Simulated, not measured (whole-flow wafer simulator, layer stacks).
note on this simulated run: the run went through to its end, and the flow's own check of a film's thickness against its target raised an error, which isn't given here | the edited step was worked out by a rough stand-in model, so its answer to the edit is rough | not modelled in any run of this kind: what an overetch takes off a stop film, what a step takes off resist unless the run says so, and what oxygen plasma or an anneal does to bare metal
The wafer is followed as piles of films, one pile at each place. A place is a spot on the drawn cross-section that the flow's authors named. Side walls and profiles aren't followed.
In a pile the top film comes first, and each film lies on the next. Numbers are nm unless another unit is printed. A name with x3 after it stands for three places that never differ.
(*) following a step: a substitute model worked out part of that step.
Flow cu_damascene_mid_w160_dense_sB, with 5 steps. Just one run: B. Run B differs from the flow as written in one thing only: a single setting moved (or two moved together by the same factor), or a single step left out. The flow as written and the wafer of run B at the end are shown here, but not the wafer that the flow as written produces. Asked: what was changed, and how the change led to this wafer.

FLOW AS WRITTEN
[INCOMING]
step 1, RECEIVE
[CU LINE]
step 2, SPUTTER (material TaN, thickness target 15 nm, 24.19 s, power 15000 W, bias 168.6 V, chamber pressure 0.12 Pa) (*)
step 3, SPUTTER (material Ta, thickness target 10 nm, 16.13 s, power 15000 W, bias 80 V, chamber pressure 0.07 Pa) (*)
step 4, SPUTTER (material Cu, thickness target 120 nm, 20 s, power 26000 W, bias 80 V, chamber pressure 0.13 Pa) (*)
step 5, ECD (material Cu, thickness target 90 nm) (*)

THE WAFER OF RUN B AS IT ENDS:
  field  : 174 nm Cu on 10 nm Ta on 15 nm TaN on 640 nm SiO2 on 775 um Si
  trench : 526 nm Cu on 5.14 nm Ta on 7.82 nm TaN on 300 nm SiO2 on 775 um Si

Cause: step 4, SPUTTER: thickness target 84 nm was run, whereas the flow has thickness target 120 nm; step 4, SPUTTER: 14 s was run, where the flow has 20 s.

How this came from the change, step by step:
  step 4, SPUTTER (material Cu, thickness target 120 nm, 20 s, power 26000 W, bias 80 V, chamber pressure 0.13 Pa) (*)
      field: Cu gains 84 (new film) (as written it would have been: Cu gains 120 (new film))
      trench: Cu gains 43.4 (new film) (as written it would have been: Cu gains 62 (new film))
  step 5, ECD (material Cu, thickness target 90 nm) (*)
      trench: Cu gains 482.6 (as written it would have been: Cu gains 500)
